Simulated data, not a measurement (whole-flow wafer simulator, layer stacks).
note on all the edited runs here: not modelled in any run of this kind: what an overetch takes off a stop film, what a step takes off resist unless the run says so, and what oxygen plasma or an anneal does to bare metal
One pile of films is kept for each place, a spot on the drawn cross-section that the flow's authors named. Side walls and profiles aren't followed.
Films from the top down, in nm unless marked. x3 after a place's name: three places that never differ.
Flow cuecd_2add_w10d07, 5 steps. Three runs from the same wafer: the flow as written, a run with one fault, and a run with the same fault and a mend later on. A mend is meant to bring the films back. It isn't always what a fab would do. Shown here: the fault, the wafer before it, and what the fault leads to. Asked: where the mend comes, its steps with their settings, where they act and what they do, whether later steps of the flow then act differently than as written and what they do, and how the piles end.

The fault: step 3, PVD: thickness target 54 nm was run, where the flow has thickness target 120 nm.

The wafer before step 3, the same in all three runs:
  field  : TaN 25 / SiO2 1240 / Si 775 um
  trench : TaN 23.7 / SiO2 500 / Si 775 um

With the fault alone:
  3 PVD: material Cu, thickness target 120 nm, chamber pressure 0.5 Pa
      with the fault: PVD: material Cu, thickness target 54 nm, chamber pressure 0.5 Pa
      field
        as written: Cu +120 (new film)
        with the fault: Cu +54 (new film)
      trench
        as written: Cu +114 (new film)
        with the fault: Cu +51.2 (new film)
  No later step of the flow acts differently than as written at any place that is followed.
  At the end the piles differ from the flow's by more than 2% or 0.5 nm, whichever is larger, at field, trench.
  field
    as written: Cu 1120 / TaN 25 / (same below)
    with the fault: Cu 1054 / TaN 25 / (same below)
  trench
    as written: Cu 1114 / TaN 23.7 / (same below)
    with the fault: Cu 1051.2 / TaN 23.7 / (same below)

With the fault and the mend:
  The mend comes after step 3.
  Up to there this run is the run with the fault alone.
  3a PVD: material Cu, thickness target 66 nm, chamber pressure 0.5 Pa (the flow's step 3 once more, with other settings)
      field
        Cu +66
      trench
        Cu +62.6
  No later step of the flow acts differently than as written at any place that is followed.
  At the end the piles differ from the flow's only slightly at the places that both follow, by at most 2% or 0.5 nm, whichever is larger.
